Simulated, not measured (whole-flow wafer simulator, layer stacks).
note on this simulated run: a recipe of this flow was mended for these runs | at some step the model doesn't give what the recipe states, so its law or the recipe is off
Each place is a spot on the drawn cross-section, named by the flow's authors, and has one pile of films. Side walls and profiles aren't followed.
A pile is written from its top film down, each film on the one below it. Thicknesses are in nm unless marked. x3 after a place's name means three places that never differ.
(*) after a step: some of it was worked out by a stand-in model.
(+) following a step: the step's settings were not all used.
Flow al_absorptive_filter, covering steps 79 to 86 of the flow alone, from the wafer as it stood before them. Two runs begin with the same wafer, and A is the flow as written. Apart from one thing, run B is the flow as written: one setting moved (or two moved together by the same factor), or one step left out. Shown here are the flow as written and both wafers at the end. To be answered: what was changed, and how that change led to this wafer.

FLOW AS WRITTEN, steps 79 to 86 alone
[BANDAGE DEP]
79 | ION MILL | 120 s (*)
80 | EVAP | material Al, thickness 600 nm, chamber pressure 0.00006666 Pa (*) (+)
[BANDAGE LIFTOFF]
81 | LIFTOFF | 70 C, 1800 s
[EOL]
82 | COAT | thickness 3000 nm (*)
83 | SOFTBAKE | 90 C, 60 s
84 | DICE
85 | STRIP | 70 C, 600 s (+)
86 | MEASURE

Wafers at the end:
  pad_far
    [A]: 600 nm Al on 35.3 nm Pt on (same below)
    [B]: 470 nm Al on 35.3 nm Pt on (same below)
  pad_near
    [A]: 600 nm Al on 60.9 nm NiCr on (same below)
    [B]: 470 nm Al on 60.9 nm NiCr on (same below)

What caused this: step 80, EVAP: thickness 470 nm was run, while the flow as written has thickness 600 nm.
The wafer itself shows it: pad_far has Al 470, and step 80 as written asks for 600 nm.

How this came from the change, step by step:
  80 | EVAP | material Al, thickness 600 nm, chamber pressure 0.00006666 Pa (*) (+)
      gnd, pad_far, pad_near and 11 more: A +600 Al (new film) | B +470 Al (new film)
  81 | LIFTOFF | 70 C, 1800 s
      xa_field, xl_land, idc_field: A -600 Al (all of it), -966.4 i-line-resist (all of it), -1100 lift-off-underlayer (all of it), -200 acrylic-e-beam-resist (all of it) | B -470 Al (all of it), -966.4 i-line-resist (all of it), -1100 lift-off-underlayer (all of it), -200 acrylic-e-beam-resist (all of it)
      gnd: A -600 Al (all of it), -968.3 i-line-resist (all of it), -1103.3 lift-off-underlayer (all of it), -200.9 acrylic-e-beam-resist (all of it) | B -470 Al (all of it), -968.3 i-line-resist (all of it), -1103.3 lift-off-underlayer (all of it), -200.9 acrylic-e-beam-resist (all of it)
      (also at 8 further places)
  82 | COAT | thickness 3000 nm (*)
      pad_far: A +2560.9 i-line-resist (new film) | B +2655.6 i-line-resist (new film)
      pad_near: A +2480.3 i-line-resist (new film) | B +2576.6 i-line-resist (new film)
  83 | SOFTBAKE | 90 C, 60 s
      gnd: A +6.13 i-line-resist | B +4.9 i-line-resist
      pad_far: A -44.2 i-line-resist | B -34 i-line-resist
      (also at 2 further places)
  85 | STRIP | 70 C, 600 s (+)
      pad_far: A -2516.7 i-line-resist (all of it) | B -2621.6 i-line-resist (all of it)
      pad_near: A -2439.3 i-line-resist (all of it) | B -2544.7 i-line-resist (all of it)
